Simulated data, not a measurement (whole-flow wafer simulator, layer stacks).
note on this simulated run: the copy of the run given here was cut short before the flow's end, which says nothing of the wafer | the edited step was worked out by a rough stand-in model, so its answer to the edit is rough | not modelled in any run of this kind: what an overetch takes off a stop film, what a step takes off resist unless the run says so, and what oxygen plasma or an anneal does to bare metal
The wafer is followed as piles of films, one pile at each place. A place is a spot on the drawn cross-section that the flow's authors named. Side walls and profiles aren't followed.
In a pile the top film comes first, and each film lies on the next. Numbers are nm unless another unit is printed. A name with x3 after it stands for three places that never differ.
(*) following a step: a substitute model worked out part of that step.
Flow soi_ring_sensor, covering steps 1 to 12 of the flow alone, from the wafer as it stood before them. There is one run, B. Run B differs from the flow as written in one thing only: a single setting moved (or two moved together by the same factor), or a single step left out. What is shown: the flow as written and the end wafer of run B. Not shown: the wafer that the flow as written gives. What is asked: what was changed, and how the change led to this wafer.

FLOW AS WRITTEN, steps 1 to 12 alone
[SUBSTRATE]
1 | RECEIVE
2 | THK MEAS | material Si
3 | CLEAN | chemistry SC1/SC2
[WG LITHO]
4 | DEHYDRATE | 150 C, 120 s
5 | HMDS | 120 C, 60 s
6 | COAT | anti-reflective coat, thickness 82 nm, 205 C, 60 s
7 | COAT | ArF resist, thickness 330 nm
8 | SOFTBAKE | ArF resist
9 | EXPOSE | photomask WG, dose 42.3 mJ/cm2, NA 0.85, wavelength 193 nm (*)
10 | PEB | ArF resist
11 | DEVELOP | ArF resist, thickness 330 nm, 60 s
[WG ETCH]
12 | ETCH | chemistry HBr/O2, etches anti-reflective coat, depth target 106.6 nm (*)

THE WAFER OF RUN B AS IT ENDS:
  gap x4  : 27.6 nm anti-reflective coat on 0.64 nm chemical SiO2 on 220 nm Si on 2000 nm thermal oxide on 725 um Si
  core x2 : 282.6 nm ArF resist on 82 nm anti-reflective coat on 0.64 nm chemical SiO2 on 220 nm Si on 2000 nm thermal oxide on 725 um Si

What caused this: step 12, ETCH: depth target 54.4 nm was run, while the flow as written has depth target 106.6 nm.

The path from the change to this, step by step:
  12 | ETCH | chemistry HBr/O2, etches anti-reflective coat, depth target 106.6 nm (*)
      gap x4: -54.4 anti-reflective coat (in the flow as written it would be: -82 anti-reflective coat (all of it), -0.64 chemical SiO2 (all of it))
      core x2: -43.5 ArF resist (in the flow as written it would be: -85.3 ArF resist)
